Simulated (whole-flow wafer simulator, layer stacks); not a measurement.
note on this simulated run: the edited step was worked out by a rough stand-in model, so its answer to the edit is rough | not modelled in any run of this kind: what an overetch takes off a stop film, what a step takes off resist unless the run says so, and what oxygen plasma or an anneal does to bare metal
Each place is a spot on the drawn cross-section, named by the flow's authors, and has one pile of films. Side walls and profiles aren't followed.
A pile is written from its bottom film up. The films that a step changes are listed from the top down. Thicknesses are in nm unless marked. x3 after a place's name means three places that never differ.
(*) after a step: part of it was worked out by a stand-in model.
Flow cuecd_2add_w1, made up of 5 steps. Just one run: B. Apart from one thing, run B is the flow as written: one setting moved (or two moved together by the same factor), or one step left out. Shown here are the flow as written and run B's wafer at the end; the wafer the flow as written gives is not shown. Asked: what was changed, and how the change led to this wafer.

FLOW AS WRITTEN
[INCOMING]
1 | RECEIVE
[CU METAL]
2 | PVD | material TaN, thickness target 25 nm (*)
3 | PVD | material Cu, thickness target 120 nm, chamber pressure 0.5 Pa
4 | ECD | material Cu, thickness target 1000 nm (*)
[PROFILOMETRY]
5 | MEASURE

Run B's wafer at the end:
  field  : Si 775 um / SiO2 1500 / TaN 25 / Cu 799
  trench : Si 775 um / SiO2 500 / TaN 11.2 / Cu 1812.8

Cause: step 4, ECD: thickness target 679 nm was run, though the flow has thickness target 1000 nm.

How this came from the change, step by step:
  4 | ECD | material Cu, thickness target 1000 nm (*)
      field: +679 Cu (it would be, as written: +1000 Cu)
      trench: +1759.2 Cu (it would be, as written: +2080.2 Cu)
